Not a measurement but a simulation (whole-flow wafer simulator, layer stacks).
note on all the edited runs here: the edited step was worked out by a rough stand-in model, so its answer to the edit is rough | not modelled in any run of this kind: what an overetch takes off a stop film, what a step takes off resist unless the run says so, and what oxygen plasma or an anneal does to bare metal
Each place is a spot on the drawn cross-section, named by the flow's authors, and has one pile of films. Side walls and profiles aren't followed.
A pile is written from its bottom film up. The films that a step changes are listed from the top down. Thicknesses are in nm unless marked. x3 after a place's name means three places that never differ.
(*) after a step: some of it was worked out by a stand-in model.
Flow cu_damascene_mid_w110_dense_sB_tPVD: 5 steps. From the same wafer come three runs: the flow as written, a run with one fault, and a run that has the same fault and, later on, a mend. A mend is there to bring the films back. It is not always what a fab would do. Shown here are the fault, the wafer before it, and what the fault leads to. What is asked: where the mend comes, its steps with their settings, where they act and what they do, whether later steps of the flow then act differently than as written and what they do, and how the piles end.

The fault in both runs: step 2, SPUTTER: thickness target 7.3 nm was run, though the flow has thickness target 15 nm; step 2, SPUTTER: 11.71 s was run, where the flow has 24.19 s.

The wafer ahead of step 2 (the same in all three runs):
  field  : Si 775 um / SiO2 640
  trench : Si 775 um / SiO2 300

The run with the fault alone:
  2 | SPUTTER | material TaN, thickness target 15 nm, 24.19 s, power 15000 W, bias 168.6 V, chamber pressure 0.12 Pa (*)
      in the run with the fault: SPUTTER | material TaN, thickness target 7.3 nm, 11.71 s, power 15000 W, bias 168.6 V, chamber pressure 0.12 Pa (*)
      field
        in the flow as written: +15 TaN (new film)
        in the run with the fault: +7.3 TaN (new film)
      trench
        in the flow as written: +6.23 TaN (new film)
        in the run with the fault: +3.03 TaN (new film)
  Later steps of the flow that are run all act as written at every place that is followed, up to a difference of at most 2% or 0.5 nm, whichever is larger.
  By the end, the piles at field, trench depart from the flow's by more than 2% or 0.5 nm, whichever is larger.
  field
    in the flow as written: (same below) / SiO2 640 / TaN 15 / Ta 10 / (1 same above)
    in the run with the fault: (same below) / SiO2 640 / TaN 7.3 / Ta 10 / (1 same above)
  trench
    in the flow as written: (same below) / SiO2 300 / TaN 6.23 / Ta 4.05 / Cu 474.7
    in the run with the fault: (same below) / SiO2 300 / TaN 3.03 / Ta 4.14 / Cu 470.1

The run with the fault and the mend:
  The mend follows step 2.
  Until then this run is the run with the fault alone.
  2a | SPUTTER | material TaN, thickness target 7.7 nm, 12.48 s, power 15000 W, bias 168.6 V, chamber pressure 0.12 Pa (*) (the flow's step 2 again, with other settings)
      field
        +7.7 TaN
      trench
        +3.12 TaN
  Later steps of the flow that are run all act as written at every place that is followed, up to a difference of at most 2% or 0.5 nm, whichever is larger.
  At the end the piles are close to the flow's at the places that both follow, differing by at most 2% or 0.5 nm, whichever is larger.
